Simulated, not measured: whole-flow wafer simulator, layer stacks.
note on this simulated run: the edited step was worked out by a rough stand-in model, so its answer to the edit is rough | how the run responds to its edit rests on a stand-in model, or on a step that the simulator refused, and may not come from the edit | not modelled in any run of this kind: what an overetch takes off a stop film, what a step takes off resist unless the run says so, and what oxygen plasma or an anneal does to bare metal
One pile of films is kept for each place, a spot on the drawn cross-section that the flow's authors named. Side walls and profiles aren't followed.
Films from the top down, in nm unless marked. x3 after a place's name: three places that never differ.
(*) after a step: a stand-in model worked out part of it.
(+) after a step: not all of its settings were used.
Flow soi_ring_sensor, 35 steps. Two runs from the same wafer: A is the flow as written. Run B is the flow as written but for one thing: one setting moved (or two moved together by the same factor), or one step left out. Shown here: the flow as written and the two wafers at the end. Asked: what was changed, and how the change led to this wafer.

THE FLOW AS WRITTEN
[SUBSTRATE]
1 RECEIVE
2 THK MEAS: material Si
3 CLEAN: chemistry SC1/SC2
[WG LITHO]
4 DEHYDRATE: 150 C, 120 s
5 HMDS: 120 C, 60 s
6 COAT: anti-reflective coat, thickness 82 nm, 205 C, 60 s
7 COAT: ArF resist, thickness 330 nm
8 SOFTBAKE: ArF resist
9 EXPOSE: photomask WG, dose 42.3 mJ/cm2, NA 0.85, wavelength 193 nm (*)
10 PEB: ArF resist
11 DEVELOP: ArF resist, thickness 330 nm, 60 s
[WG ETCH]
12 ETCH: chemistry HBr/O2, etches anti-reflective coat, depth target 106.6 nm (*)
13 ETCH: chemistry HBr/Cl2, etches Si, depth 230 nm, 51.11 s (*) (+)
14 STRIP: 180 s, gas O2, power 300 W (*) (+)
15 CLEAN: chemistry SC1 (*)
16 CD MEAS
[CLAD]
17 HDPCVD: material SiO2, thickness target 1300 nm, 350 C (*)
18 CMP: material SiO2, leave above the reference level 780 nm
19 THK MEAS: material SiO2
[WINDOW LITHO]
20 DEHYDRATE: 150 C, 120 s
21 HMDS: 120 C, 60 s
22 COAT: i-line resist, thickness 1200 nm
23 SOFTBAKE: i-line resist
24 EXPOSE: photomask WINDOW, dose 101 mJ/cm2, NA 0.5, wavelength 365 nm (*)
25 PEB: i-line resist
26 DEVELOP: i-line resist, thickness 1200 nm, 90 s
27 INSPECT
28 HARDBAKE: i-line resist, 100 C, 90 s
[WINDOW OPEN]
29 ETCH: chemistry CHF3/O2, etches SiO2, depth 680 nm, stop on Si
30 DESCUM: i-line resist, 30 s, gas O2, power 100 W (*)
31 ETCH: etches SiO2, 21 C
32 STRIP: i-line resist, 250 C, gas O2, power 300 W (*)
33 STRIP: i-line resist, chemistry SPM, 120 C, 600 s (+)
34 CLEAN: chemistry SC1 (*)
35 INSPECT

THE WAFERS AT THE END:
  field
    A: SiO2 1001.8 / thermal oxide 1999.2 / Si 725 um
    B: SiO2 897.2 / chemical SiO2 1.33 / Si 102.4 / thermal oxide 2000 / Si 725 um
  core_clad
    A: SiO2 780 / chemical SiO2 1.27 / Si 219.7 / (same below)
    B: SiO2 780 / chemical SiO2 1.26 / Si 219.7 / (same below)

The cause: step 13, ETCH: depth 117 nm was run, where the flow has depth 230 nm; step 13, ETCH: 26.07 s was run, where the flow has 51.11 s.

How the change led to this, step by step:
  13 ETCH: chemistry HBr/Cl2, etches Si, depth 230 nm, 51.11 s (*) (+)
      gap, window, field, gap_clad: A Si -220 (all of it), thermal oxide -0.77 | B Si -117
      core, core_clad: A ArF resist -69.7 | B ArF resist -35.6
  14 STRIP: 180 s, gas O2, power 300 W (*) (+)
      gap, window, field, gap_clad: A nothing | B chemical SiO2 +1.33 (new film), Si -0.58
      core, core_clad: A ArF resist -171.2 (all of it), anti-reflective coat -82 (all of it), chemical SiO2 +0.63, Si -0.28 | B ArF resist -205.3 (all of it), anti-reflective coat -82 (all of it), chemical SiO2 +0.62, Si -0.27
  18 CMP: material SiO2, leave above the reference level 780 nm
      gap, window, field, gap_clad: A SiO2 -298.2 | B SiO2 -402.8
